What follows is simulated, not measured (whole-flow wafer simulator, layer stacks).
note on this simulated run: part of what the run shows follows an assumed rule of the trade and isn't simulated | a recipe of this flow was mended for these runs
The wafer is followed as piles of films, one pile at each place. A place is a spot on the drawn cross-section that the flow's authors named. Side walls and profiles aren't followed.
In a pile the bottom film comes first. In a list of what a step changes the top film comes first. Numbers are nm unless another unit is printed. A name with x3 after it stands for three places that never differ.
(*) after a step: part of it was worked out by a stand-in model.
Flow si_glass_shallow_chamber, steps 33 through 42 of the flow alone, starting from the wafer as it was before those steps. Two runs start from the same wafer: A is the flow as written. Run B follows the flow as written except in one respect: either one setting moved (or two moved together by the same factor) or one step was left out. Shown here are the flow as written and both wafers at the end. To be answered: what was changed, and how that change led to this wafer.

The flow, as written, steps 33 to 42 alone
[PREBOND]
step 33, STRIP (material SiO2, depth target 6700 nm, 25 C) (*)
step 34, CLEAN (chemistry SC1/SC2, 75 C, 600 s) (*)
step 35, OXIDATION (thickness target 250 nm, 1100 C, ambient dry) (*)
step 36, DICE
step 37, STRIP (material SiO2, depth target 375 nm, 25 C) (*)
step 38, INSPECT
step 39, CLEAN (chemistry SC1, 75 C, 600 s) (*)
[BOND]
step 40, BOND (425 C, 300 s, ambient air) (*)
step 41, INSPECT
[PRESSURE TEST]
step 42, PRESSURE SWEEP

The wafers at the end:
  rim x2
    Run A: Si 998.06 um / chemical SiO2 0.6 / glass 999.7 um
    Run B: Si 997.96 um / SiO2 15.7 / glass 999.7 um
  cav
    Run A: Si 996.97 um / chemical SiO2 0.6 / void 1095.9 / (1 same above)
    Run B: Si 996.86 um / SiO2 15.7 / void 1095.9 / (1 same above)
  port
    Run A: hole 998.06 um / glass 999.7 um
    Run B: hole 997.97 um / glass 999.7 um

The reason: step 35, OXIDATION: thickness target 506.2 nm was run, though the flow has thickness target 250 nm.

How this came from the change, step by step:
  step 35, OXIDATION (thickness target 250 nm, 1100 C, ambient dry) (*)
      rim x2, cav, septum, ring: A +250 SiO2 (new film), -0.6 chemical SiO2 (all of it), -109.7 Si | B +506.2 SiO2 (new film), -0.6 chemical SiO2 (all of it), -222.5 Si
  step 37, STRIP (material SiO2, depth target 375 nm, 25 C) (*)
      rim x2, cav, septum, ring: A -250 SiO2 (all of it) | B -487.5 SiO2
  step 39, CLEAN (chemistry SC1, 75 C, 600 s) (*)
      rim x2, cav, septum, ring: A +0.6 chemical SiO2 (new film), -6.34 Si | B -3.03 SiO2
  step 40, BOND (425 C, 300 s, ambient air) (*)
      port: A +999.7 um glass (new film), +1017.3 hole | B +999.7 um glass (new film), +925.9 hole
